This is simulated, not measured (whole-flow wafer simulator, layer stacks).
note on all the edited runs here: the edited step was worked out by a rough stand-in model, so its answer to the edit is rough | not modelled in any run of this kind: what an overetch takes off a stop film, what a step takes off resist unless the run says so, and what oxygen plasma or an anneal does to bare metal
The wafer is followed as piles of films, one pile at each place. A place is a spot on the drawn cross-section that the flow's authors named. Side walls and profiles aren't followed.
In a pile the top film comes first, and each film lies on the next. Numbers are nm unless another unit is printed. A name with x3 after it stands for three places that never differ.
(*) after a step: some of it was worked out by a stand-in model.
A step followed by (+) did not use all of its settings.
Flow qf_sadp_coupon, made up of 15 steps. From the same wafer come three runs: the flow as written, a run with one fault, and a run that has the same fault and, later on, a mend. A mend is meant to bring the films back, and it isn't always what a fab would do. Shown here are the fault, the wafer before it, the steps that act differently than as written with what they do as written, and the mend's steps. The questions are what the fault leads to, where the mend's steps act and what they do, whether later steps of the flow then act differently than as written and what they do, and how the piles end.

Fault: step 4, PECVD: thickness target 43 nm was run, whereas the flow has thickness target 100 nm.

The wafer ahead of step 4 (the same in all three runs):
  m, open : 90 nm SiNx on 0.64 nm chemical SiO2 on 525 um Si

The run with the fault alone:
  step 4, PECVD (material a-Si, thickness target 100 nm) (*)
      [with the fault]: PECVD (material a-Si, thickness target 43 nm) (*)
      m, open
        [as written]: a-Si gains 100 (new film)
        [with the fault]: a-Si gains 43 (new film)
  Later steps of the flow acting differently than as written:
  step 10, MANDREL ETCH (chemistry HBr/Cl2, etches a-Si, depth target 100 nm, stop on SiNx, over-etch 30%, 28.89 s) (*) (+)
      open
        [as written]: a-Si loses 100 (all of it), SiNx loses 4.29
        [with the fault]: a-Si loses 43 (all of it), SiNx loses 12.4
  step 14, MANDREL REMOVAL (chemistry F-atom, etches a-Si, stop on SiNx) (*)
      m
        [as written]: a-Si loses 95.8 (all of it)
        [with the fault]: a-Si loses 38.8 (all of it)
  At open, the piles at the end differ from the flow's by more than 2% or 0.5 nm, whichever is larger.
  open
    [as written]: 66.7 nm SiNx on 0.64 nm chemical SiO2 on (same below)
    [with the fault]: 58.5 nm SiNx on 0.64 nm chemical SiO2 on (same below)

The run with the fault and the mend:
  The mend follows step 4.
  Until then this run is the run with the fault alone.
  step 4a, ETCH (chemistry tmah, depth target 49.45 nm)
      m, open
        a-Si loses 43 (all of it)
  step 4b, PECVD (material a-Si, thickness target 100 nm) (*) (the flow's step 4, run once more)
      m, open
        a-Si gains 100 (new film)
  Every later step of the flow that is run acts as written at every place that is followed.
  By the end, the piles equal the flow's at every place that both follow.
